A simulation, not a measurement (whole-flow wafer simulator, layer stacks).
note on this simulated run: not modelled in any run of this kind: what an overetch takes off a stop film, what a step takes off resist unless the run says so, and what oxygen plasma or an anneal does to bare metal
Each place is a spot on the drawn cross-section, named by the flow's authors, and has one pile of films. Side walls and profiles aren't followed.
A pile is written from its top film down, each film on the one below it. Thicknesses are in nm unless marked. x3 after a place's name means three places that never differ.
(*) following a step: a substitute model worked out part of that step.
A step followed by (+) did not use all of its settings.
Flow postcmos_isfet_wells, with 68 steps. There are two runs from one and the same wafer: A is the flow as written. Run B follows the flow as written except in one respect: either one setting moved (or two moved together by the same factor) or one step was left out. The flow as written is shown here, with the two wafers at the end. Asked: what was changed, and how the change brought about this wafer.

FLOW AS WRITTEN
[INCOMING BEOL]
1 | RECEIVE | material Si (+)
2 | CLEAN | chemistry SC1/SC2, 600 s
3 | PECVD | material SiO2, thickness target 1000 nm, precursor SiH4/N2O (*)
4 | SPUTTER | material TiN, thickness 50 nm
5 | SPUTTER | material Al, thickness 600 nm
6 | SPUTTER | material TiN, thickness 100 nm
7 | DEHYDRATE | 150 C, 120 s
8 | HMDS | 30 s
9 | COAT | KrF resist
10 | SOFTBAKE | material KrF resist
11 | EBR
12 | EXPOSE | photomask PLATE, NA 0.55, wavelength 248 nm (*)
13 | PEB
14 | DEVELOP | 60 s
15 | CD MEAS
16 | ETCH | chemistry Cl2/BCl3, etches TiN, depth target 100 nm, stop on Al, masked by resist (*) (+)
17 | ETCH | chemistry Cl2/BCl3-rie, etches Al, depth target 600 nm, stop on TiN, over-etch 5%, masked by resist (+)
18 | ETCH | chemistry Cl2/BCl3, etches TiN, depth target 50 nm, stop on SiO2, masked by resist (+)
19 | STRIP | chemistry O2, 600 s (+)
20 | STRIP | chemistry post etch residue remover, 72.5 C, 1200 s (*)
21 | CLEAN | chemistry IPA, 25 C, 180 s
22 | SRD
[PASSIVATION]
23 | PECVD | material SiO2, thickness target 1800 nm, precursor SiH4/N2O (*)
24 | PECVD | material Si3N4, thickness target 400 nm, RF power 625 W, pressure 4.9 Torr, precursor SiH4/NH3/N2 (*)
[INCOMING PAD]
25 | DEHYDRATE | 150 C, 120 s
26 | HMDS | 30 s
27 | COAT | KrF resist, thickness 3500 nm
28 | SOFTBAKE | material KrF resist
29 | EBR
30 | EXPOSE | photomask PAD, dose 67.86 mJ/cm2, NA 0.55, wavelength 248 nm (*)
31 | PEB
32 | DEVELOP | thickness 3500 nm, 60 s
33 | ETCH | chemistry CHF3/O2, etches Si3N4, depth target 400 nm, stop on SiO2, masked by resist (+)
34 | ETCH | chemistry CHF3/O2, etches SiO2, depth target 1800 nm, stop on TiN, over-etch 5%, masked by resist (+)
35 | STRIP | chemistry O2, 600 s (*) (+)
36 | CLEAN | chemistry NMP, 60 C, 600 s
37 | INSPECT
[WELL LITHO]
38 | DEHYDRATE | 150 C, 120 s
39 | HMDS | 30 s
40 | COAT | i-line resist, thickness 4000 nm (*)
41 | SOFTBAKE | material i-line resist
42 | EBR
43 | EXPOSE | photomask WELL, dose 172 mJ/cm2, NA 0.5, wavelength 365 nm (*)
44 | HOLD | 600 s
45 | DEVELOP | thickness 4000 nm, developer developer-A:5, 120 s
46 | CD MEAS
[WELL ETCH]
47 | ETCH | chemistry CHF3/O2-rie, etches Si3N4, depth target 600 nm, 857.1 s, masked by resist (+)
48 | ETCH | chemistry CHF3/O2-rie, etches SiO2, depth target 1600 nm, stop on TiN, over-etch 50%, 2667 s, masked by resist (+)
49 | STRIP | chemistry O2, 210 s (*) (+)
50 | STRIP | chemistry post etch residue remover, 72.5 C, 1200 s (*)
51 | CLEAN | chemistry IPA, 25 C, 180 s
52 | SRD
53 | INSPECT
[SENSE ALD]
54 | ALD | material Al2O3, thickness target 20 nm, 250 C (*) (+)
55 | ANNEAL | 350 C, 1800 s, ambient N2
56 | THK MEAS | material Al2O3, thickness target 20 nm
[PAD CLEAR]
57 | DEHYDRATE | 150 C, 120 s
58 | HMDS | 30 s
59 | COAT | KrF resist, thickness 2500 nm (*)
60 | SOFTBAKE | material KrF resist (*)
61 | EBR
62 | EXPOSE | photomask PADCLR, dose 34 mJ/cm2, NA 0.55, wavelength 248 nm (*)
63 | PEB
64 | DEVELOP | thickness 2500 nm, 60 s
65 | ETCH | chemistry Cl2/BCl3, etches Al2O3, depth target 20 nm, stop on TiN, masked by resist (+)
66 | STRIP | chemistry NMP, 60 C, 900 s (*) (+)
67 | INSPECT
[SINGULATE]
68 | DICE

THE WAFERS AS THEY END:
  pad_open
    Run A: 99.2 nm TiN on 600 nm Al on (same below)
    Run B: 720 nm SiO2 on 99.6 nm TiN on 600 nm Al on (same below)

What caused this: step 34, ETCH: depth target 1080 nm was run, whereas the flow has depth target 1800 nm.

Step by step, how the change led to this:
  34 | ETCH | chemistry CHF3/O2, etches SiO2, depth target 1800 nm, stop on TiN, over-etch 5%, masked by resist (+)
      pad_open: A SiO2 loses 1800 (all of it) | B SiO2 loses 1080
      field, margin, well900, well1300 x3, pad_rim, pad_clr: A KrF resist loses 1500 | B KrF resist loses 900
  35 | STRIP | chemistry O2, 600 s (*) (+)
      field, margin, well900, well1300 x3, pad_rim, pad_clr: A KrF resist loses 1638.4 (all of it) | B KrF resist loses 2238.4 (all of it)
  40 | COAT | i-line resist, thickness 4000 nm (*)
      pad_clr: A i-line resist gains 3256.8 (new film) | B i-line resist gains 3486.2 (new film)
      pad_open: A i-line resist gains 4804.7 (new film) | B i-line resist gains 4545 (new film)
  41 | SOFTBAKE | material i-line resist
      pad_clr: A i-line resist loses 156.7 | B i-line resist loses 89.5
      pad_open: A i-line resist gains 115.3 | B i-line resist gains 81.4
  49 | STRIP | chemistry O2, 210 s (*) (+)
      pad_clr: A i-line resist loses 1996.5 (all of it) | B i-line resist loses 2293.1 (all of it)
      pad_open: A i-line resist loses 3816.3 (all of it) | B i-line resist loses 3522.7 (all of it)
  59 | COAT | KrF resist, thickness 2500 nm (*)
      pad_rim: A KrF resist gains 1976.4 (new film) | B KrF resist gains 2143.8 (new film)
      pad_clr: A KrF resist gains 1691.6 (new film) | B KrF resist gains 1940.1 (new film)
      (and at 1 other place as well)
  60 | SOFTBAKE | material KrF resist (*)
      pad_rim: A nothing | B KrF resist loses 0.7
      pad_clr: A KrF resist loses 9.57 | B KrF resist loses 6.91
  64 | DEVELOP | thickness 2500 nm, 60 s
      pad_clr: A KrF resist loses 1682 (all of it) | B KrF resist loses 1933.2 (all of it)
      pad_open: A KrF resist loses 3067.2 (all of it) | B KrF resist loses 2882.6 (all of it)
  66 | STRIP | chemistry NMP, 60 C, 900 s (*) (+)
      pad_rim: A KrF resist loses 1937.7 (all of it) | B KrF resist loses 2104.3 (all of it)
